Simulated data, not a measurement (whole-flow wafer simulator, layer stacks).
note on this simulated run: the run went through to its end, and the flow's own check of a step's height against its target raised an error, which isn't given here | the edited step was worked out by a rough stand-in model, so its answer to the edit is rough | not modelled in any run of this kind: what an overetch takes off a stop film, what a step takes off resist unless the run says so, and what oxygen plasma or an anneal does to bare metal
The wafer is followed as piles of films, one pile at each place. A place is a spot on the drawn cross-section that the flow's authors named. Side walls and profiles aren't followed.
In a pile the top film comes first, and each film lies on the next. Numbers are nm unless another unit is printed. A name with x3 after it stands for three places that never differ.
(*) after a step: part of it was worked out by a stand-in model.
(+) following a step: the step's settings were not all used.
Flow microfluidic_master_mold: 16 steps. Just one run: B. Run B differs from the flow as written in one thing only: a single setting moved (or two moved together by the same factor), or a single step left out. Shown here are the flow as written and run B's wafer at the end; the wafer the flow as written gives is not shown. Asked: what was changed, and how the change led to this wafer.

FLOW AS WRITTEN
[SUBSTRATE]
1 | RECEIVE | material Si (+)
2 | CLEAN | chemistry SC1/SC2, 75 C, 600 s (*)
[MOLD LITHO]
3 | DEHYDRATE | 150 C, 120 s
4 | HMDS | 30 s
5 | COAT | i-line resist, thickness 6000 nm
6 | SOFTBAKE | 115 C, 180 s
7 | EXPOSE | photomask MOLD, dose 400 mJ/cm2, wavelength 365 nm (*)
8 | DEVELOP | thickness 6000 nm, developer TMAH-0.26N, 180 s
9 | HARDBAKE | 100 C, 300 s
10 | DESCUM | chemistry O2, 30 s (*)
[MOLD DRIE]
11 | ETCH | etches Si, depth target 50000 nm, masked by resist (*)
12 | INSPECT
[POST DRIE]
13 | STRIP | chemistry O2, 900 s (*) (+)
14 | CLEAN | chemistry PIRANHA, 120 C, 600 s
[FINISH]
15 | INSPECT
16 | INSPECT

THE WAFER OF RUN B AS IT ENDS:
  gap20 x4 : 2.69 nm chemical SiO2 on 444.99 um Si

Cause: step 11, ETCH: depth target 80000 nm was run, though the flow has depth target 50000 nm.

The path from the change to this, step by step:
  11 | ETCH | etches Si, depth target 50000 nm, masked by resist (*)
      gap20 x4: -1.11 chemical SiO2 (all of it), -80 um Si (in the flow as written it would be: -1.11 chemical SiO2 (all of it), -50 um Si)
      ridge: -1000 i-line resist (in the flow as written it would be: -625 i-line resist)
  13 | STRIP | chemistry O2, 900 s (*) (+)
      ridge: -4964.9 i-line resist (all of it), +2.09 chemical SiO2, -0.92 Si (in the flow as written it would be: -5339.9 i-line resist (all of it), +2.09 chemical SiO2, -0.92 Si)
